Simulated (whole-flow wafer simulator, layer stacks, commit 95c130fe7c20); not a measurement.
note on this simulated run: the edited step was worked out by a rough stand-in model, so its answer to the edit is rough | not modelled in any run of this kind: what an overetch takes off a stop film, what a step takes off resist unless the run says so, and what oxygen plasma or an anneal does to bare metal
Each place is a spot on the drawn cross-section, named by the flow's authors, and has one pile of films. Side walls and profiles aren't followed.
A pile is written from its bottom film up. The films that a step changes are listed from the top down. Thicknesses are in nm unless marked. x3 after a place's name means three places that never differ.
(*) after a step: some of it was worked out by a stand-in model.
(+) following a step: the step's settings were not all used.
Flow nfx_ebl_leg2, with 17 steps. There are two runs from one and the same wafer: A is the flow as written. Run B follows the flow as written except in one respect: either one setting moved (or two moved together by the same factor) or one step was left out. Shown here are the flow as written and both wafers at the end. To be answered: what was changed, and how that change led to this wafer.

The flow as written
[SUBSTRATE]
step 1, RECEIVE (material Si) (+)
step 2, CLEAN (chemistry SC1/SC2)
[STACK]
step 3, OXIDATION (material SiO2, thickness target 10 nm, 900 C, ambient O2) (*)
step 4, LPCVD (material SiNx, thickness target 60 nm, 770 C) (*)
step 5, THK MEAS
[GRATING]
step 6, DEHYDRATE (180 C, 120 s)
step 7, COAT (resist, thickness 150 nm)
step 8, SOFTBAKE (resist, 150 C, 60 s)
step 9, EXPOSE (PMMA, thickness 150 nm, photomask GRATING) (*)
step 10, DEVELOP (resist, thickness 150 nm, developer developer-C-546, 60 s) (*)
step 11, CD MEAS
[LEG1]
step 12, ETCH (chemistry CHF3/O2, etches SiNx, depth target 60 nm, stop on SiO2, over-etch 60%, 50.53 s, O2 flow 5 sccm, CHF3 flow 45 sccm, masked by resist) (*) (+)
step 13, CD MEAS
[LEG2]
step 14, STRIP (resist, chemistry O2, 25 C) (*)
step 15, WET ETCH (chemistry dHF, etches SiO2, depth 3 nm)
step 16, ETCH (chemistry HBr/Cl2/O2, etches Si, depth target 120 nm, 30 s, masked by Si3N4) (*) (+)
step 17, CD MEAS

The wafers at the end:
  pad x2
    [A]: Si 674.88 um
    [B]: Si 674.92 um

Cause: step 16, ETCH: depth target 78 nm was run, though the flow has depth target 120 nm.

Step by step, how the change led to this:
  step 16, ETCH (chemistry HBr/Cl2/O2, etches Si, depth target 120 nm, 30 s, masked by Si3N4) (*) (+)
      pad x2: A -120 Si | B -78 Si
